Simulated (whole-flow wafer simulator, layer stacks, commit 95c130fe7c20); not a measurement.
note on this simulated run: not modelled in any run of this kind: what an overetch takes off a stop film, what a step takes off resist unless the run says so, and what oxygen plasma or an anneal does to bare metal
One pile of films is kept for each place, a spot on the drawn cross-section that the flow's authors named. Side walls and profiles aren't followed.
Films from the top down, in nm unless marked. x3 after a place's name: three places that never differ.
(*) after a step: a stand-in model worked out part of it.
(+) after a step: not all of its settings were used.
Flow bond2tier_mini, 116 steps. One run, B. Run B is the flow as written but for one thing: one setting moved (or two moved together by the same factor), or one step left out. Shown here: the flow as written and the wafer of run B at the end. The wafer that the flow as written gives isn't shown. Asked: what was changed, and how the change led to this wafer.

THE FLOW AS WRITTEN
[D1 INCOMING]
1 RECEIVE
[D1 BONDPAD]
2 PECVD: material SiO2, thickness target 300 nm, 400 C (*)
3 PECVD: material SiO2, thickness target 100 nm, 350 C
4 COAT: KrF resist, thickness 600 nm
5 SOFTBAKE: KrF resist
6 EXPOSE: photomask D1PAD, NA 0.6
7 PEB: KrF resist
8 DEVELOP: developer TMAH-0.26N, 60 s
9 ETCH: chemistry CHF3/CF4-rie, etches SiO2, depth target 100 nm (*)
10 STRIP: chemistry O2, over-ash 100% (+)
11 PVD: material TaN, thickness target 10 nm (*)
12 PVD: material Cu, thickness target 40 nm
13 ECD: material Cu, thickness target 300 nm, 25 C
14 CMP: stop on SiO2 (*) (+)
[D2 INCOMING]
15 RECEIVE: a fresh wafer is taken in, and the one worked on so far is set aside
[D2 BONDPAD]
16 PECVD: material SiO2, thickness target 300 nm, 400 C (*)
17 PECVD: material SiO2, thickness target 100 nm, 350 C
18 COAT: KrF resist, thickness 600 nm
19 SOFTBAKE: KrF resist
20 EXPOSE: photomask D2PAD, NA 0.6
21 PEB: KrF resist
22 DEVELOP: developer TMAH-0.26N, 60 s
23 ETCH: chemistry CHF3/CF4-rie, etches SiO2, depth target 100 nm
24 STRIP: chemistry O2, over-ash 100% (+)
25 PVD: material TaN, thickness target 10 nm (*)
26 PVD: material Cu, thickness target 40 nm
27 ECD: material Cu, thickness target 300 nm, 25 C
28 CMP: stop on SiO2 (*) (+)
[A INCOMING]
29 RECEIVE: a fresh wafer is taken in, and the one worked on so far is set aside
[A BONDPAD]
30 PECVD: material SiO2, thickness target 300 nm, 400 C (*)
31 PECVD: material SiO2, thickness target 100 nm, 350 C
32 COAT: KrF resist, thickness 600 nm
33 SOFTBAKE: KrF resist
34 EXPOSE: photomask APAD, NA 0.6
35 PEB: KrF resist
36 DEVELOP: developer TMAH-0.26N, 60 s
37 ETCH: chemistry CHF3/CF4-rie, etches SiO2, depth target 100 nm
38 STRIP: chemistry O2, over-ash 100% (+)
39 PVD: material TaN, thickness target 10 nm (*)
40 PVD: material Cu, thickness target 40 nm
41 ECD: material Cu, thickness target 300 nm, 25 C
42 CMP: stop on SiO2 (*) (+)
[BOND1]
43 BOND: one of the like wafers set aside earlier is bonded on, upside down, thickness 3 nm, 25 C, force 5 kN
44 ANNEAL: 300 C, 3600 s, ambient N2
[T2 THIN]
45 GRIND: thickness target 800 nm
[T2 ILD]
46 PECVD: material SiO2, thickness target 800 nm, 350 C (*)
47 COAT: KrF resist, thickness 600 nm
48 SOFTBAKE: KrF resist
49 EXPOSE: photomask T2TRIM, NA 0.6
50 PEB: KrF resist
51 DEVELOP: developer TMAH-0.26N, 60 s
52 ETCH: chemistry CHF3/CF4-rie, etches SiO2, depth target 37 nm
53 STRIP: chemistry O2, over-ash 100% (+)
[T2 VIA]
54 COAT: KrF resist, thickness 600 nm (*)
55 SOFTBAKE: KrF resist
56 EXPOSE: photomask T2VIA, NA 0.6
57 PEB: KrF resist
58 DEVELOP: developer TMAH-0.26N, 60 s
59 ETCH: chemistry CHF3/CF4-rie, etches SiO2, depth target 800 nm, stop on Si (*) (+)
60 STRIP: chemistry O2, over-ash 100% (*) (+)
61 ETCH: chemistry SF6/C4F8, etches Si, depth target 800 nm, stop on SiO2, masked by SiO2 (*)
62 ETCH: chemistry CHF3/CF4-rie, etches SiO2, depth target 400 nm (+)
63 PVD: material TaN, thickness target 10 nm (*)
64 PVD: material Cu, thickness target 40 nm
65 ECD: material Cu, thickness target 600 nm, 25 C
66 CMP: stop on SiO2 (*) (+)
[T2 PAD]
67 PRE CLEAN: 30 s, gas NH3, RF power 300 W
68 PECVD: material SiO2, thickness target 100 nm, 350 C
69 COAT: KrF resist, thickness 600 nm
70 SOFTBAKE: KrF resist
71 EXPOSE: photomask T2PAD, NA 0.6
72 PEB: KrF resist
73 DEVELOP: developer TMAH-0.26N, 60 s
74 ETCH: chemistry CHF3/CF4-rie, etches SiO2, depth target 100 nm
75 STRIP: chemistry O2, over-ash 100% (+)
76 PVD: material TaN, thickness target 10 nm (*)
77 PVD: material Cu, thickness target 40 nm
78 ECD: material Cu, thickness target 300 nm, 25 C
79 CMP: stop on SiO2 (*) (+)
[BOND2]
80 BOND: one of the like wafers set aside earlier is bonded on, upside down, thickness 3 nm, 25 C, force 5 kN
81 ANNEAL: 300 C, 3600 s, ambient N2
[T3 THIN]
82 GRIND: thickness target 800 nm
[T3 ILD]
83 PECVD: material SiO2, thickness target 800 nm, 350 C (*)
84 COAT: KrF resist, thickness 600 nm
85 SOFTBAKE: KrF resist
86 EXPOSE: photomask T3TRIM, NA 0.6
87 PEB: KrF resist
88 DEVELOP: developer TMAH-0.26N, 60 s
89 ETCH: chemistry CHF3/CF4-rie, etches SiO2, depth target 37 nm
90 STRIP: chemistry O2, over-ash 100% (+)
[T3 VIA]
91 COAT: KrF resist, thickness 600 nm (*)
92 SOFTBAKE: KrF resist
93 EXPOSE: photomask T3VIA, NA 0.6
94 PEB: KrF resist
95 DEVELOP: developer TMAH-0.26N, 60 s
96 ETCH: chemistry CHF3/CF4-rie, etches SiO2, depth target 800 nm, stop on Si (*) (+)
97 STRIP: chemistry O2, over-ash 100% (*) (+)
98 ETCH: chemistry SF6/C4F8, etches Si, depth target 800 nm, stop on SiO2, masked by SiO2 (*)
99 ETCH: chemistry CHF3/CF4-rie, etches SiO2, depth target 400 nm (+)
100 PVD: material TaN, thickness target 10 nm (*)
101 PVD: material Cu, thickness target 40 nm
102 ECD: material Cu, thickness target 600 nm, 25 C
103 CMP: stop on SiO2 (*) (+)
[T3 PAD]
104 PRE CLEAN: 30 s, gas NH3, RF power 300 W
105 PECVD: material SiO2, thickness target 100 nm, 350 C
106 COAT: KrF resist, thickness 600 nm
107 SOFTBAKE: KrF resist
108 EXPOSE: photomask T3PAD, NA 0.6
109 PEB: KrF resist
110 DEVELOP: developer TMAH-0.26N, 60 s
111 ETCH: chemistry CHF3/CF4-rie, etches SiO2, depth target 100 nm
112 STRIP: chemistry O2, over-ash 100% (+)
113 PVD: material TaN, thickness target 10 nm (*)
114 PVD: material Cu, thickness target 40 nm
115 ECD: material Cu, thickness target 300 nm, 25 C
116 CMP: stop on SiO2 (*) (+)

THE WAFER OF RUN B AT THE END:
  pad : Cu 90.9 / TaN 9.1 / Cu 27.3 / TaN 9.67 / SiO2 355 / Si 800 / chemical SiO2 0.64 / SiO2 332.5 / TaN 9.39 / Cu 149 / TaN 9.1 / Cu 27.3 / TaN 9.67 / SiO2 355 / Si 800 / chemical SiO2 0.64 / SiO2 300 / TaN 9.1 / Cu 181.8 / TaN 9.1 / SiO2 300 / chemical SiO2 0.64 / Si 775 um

The cause: step 23, ETCH: depth target 67.5 nm was run, where the flow has depth target 100 nm.

How the change led to this, step by step:
  23 ETCH: chemistry CHF3/CF4-rie, etches SiO2, depth target 100 nm
      pad, via: SiO2 -67.5 (as written it would be: SiO2 -100)
      field: KrF resist -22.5 (as written it would be: KrF resist -33.3)
  26 PVD: material Cu, thickness target 40 nm
      pad: Cu +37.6 (new film) (as written it would be: Cu +36.4 (new film))
  27 ECD: material Cu, thickness target 300 nm, 25 C
      pad: Cu +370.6 (as written it would be: Cu +404.5)
      via: Cu +367.6 (as written it would be: Cu +400.2)
  80 BOND: one of the like wafers set aside earlier is bonded on, upside down, thickness 3 nm, 25 C, force 5 kN
      pad: Si +775 um (new film), chemical SiO2 +0.64 (new film), SiO2 +332.5 (new film), TaN +9.39 (new film), Cu +58.1 (as written it would be: Si +775 um (new film), chemical SiO2 +0.64 (new film), SiO2 +300 (new film), TaN +9.1 (new film), Cu +90.9)
